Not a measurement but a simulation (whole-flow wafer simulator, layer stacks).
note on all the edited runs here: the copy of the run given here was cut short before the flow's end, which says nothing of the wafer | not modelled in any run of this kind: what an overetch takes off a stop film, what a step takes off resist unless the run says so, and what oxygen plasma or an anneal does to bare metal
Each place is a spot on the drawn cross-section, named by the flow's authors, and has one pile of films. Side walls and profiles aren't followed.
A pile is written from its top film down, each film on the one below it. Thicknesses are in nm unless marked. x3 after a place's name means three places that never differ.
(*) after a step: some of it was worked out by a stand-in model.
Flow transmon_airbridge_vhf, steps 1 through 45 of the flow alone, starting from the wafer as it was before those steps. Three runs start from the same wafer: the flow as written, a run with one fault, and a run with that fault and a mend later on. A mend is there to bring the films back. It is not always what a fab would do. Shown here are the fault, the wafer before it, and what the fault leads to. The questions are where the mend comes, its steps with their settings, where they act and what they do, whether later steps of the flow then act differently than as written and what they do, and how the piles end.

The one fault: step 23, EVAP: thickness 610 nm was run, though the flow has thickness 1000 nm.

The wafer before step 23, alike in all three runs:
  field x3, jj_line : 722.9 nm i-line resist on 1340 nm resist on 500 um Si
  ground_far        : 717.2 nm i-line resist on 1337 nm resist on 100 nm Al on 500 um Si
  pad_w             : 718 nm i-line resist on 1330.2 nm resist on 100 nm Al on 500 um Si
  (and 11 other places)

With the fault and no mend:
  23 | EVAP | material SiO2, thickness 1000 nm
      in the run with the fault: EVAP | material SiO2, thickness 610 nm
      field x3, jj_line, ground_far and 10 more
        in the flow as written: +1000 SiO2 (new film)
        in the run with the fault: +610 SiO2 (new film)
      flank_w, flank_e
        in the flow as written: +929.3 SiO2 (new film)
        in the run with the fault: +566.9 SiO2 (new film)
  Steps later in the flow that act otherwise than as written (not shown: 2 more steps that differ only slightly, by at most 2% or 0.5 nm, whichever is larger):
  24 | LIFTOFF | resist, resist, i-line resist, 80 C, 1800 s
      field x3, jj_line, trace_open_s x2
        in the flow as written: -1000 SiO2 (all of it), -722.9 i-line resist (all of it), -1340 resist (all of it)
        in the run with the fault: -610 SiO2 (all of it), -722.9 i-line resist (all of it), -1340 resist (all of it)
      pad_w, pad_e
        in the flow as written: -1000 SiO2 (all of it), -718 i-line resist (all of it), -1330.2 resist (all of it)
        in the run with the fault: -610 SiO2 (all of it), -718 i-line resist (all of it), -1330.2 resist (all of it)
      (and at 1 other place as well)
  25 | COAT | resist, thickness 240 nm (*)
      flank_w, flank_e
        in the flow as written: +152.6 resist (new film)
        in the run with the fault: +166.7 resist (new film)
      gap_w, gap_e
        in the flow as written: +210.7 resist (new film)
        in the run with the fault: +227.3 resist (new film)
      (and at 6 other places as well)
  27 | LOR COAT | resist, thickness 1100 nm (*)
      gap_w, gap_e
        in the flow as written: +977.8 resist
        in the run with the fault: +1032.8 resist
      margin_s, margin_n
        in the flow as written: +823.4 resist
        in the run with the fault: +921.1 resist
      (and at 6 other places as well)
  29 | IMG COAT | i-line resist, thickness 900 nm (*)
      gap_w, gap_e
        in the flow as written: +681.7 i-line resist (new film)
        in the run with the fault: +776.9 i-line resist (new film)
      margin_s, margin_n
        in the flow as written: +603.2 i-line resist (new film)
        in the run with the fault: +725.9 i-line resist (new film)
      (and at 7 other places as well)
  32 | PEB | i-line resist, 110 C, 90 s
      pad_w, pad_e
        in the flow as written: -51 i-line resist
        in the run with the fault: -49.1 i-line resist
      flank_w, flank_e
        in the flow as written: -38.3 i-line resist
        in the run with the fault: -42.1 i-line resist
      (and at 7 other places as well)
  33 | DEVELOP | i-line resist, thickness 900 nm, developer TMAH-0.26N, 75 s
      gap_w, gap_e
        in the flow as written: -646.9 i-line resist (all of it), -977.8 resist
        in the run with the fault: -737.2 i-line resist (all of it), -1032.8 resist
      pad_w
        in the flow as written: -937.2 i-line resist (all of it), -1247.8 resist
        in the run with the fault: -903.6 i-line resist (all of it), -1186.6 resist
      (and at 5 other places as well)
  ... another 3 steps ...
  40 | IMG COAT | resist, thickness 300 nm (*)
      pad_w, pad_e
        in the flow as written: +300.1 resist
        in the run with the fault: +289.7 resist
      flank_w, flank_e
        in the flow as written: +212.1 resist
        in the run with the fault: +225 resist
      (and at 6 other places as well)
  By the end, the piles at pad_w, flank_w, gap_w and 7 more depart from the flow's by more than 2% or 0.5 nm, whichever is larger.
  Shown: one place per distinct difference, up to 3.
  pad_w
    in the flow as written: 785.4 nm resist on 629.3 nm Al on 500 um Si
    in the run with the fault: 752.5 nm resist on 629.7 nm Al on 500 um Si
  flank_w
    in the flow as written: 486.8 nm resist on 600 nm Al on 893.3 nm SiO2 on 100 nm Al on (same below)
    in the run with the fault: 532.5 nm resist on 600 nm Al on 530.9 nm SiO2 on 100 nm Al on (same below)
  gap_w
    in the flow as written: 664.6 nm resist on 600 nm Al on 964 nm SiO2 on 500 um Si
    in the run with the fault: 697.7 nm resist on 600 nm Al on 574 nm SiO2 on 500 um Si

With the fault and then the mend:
  The mend stands after step 23.
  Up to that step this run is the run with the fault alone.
  23a | EVAP | material SiO2, thickness 390 nm (the flow's step 23 again, with other settings)
      field x3, jj_line, ground_far and 10 more
        +390 SiO2
      flank_w, flank_e
        +362.8 SiO2
  None of the later steps of the flow differs from how it acts as written, at any place that is followed, by more than 2% or 0.5 nm, whichever is larger.
  The piles end only slightly different from the flow's at the places that both follow, by no more than 2% or 0.5 nm, whichever is larger.
